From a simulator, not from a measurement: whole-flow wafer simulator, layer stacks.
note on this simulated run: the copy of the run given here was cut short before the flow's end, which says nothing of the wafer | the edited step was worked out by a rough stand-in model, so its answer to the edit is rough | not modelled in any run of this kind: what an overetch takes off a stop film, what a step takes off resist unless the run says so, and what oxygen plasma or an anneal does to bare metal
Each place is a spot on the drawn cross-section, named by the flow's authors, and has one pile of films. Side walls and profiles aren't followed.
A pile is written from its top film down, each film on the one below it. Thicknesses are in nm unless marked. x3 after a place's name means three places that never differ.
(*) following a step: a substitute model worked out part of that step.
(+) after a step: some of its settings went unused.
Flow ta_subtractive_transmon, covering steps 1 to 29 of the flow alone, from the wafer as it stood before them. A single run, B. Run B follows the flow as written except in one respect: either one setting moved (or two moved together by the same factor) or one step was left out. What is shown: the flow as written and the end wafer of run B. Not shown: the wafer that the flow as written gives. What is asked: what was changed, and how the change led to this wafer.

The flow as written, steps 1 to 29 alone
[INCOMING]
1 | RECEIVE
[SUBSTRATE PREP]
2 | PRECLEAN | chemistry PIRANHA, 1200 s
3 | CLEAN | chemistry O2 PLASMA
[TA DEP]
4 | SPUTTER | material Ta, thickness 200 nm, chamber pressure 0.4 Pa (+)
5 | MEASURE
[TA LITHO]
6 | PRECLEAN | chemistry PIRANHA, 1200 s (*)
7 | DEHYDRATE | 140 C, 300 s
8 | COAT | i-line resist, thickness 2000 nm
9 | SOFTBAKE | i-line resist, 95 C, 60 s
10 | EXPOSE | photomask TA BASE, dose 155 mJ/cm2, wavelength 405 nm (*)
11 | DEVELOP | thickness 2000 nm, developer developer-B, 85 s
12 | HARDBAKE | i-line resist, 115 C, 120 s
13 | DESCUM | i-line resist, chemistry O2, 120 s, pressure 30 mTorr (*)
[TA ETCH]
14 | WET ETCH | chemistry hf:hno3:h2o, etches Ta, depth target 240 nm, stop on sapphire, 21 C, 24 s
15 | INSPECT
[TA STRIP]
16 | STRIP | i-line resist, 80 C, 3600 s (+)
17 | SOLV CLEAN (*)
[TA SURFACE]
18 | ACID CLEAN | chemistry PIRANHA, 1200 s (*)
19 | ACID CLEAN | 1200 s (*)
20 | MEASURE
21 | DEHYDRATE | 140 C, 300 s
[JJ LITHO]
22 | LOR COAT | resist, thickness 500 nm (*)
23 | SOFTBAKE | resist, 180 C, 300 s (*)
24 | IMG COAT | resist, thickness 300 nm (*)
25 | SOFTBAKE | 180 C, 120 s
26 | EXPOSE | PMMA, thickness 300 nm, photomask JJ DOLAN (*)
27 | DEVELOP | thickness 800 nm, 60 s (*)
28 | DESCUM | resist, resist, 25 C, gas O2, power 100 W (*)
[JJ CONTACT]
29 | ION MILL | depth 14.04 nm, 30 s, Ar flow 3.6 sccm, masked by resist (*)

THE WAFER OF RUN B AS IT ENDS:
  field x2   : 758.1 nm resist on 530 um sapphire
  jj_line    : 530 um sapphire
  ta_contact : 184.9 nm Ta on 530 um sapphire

What caused this: step 29, ION MILL: depth 22.11 nm was run, though the flow has depth 14.04 nm; step 29, ION MILL: 47.2 s was run, where the flow has 30 s.

Step by step, how the change led to this:
  29 | ION MILL | depth 14.04 nm, 30 s, Ar flow 3.6 sccm, masked by resist (*)
      field x2, ta_pad: resist loses 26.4 (it would be, as written: resist loses 16.8)
      jj_line, lead: sapphire loses 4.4 (it would be, as written: sapphire loses 2.8)
      (and at 1 other place as well)
